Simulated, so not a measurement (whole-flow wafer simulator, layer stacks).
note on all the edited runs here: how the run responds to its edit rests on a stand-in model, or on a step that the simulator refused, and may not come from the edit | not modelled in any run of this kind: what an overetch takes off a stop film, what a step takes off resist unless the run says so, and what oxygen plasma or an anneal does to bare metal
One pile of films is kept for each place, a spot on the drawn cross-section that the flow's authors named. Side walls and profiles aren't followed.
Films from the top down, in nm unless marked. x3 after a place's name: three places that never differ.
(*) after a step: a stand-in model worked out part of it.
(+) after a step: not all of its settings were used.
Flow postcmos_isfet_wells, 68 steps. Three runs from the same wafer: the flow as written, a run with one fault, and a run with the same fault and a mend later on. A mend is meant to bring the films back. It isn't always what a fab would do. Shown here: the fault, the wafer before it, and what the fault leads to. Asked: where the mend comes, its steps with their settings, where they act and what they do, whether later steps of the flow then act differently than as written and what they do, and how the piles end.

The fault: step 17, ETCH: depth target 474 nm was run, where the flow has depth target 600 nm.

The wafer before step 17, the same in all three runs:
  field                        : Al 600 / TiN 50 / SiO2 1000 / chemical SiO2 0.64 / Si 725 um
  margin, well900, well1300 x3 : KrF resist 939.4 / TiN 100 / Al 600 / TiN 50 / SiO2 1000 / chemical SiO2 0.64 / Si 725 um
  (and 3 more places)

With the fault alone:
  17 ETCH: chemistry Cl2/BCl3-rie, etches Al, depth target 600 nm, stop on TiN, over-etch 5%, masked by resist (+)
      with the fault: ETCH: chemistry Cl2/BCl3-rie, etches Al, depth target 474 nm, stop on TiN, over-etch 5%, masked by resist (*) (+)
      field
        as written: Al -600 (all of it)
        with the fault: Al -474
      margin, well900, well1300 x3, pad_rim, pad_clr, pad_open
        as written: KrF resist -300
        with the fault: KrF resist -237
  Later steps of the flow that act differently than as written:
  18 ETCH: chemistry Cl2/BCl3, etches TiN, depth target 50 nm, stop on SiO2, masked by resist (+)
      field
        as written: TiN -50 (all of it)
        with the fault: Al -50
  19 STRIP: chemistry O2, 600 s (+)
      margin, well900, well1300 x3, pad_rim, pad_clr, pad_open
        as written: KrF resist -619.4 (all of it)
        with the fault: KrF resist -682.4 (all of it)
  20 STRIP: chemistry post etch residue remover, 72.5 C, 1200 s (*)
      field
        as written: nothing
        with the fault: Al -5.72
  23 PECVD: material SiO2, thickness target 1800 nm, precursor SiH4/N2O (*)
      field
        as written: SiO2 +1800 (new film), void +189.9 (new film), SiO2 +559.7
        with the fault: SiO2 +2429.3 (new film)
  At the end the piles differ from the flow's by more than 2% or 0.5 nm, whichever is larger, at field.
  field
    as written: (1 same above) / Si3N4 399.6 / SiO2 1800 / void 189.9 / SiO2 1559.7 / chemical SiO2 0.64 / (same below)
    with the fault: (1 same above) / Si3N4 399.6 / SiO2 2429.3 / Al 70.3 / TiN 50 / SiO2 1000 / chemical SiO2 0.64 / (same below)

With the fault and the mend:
  The mend comes after step 17.
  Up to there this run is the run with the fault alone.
  17a ETCH: chemistry Cl2/BCl3-rie, etches Al, depth target 126 nm, stop on TiN, over-etch 5%, masked by resist (the flow's step 17 once more, with other settings)
      margin, well900, well1300 x3, pad_rim, pad_clr, pad_open
        KrF resist -63
      field
        Al -126 (all of it)
  No later step of the flow acts differently than as written at any place that is followed.
  At the end the piles are the same as the flow's at every place that both follow.
